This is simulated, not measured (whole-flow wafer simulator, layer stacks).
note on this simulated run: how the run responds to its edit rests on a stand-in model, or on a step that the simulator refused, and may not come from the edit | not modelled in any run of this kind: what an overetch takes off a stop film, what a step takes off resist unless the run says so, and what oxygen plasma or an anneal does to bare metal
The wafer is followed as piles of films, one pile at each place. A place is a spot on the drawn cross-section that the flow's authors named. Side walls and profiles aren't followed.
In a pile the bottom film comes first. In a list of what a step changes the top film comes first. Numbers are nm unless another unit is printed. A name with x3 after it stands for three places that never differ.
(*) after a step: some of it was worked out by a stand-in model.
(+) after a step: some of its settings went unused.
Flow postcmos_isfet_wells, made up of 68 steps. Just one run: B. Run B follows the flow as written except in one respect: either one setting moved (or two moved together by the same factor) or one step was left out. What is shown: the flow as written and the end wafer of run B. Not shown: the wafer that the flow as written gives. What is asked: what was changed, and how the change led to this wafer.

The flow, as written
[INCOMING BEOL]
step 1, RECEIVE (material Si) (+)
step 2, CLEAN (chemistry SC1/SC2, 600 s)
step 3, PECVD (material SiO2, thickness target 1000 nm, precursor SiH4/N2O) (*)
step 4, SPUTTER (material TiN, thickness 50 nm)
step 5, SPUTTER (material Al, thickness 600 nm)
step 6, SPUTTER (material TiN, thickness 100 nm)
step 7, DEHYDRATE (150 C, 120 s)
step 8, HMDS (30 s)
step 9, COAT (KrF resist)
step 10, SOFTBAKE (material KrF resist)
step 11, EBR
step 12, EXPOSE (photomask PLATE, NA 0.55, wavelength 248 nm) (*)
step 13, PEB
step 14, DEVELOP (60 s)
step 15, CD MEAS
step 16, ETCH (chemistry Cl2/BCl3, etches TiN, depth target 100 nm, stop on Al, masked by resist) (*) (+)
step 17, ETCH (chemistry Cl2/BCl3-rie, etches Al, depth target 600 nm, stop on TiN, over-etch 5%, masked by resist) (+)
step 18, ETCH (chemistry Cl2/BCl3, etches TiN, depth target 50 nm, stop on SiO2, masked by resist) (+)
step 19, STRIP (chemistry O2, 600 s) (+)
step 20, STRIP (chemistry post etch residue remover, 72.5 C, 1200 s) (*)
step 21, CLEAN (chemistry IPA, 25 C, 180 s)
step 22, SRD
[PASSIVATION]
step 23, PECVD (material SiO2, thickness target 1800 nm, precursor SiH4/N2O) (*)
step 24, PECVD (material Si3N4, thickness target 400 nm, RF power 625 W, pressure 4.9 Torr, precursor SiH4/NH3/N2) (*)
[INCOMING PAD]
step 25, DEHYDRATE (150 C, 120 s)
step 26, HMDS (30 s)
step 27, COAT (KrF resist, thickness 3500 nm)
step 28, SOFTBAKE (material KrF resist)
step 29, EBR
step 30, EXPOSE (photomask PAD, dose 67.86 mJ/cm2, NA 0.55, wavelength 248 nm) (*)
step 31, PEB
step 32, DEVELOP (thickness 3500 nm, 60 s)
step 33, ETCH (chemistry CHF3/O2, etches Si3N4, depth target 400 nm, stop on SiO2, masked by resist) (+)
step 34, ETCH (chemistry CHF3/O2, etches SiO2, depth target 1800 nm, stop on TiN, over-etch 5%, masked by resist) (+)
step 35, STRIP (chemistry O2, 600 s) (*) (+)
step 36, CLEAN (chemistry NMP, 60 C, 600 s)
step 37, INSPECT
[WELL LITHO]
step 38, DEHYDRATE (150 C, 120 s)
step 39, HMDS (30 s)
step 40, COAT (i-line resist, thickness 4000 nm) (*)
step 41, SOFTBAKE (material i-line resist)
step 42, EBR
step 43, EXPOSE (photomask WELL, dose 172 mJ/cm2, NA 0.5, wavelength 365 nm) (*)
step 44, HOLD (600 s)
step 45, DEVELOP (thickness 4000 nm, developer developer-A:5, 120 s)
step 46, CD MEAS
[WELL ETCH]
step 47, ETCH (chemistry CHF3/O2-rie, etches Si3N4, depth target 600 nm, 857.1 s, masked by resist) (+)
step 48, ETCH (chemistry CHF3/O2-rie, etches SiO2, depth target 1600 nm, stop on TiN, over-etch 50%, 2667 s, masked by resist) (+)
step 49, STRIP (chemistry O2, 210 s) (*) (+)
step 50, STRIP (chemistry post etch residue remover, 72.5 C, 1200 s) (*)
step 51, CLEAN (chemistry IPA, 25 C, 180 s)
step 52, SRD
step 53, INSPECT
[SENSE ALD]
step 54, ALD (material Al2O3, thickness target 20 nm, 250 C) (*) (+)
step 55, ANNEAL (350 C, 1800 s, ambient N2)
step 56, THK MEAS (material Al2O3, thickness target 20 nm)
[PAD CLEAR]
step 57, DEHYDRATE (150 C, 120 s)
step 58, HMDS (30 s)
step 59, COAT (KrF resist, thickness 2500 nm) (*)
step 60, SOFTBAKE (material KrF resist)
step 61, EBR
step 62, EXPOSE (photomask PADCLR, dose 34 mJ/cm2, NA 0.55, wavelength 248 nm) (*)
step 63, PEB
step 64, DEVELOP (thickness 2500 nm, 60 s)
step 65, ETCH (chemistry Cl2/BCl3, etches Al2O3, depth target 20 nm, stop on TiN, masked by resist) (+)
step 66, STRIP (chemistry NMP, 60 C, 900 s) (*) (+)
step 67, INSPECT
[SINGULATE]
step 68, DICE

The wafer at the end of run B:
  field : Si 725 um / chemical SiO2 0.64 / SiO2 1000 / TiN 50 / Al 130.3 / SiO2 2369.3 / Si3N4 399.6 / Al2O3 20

What caused this: step 17, ETCH: depth target 414 nm was run, though the flow has depth target 600 nm.

The path from the change to this, step by step:
  step 17, ETCH (chemistry Cl2/BCl3-rie, etches Al, depth target 600 nm, stop on TiN, over-etch 5%, masked by resist) (+)
      field: -414 Al (it would be, as written: -600 Al (all of it))
      margin, well900, well1300 x3, pad_rim, pad_clr, pad_open: -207 KrF resist (it would be, as written: -300 KrF resist)
  step 18, ETCH (chemistry Cl2/BCl3, etches TiN, depth target 50 nm, stop on SiO2, masked by resist) (+)
      field: -50 Al (it would be, as written: -50 TiN (all of it))
  step 19, STRIP (chemistry O2, 600 s) (+)
      margin, well900, well1300 x3, pad_rim, pad_clr, pad_open: -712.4 KrF resist (all of it) (it would be, as written: -619.4 KrF resist (all of it))
  step 20, STRIP (chemistry post etch residue remover, 72.5 C, 1200 s) (*)
      field: -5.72 Al (it would be, as written: nothing)
  step 23, PECVD (material SiO2, thickness target 1800 nm, precursor SiH4/N2O) (*)
      field: +2369.3 SiO2 (new film) (it would be, as written: +1800 SiO2 (new film), +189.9 void (new film), +559.7 SiO2)
If metal films that touch count as one body, field has 1 body; the flow as written gives 0 bodies.
